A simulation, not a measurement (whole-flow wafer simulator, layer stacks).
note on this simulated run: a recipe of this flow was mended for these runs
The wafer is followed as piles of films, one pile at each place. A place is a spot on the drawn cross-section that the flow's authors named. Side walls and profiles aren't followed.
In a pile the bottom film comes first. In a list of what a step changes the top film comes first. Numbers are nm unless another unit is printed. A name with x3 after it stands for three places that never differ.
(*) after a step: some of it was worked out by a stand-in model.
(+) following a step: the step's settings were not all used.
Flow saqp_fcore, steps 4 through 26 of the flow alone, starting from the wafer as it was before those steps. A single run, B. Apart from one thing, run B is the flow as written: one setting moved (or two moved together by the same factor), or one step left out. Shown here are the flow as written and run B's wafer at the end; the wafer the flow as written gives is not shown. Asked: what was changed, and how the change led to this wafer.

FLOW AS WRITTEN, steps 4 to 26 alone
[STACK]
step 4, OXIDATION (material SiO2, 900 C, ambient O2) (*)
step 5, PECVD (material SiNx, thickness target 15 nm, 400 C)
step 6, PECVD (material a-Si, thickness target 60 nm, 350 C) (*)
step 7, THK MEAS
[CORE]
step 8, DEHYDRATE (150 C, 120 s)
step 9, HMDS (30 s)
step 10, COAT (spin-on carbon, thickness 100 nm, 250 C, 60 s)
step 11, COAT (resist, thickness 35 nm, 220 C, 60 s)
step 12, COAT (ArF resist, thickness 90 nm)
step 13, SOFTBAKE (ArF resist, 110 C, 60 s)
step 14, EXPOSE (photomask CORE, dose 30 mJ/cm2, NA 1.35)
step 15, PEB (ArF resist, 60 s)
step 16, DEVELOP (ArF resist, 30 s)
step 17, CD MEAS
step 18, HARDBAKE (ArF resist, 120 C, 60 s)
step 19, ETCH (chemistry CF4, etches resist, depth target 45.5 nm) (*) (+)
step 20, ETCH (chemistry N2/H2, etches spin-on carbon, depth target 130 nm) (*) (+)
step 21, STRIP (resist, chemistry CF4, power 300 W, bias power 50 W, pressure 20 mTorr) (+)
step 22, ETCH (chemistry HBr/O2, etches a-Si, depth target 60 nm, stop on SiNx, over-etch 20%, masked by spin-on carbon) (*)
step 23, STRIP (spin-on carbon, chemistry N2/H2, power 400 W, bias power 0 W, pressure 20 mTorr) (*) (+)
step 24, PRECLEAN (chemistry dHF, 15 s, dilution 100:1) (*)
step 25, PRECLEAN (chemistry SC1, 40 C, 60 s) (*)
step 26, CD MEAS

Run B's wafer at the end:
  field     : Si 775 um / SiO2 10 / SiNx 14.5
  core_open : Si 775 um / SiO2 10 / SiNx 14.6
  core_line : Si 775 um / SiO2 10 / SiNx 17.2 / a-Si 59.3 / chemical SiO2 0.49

Cause: step 5, PECVD: thickness target 17.2 nm was run, whereas the flow has thickness target 15 nm.
The wafer lets one read it off: core_line has SiNx 17.2, and step 5 as written asks for 15 nm.

The path from the change to this, step by step:
  step 5, PECVD (material SiNx, thickness target 15 nm, 400 C)
      field, core_open, core_line: SiNx gains 17.2 (new film) (in the flow as written it would be: SiNx gains 15 (new film))
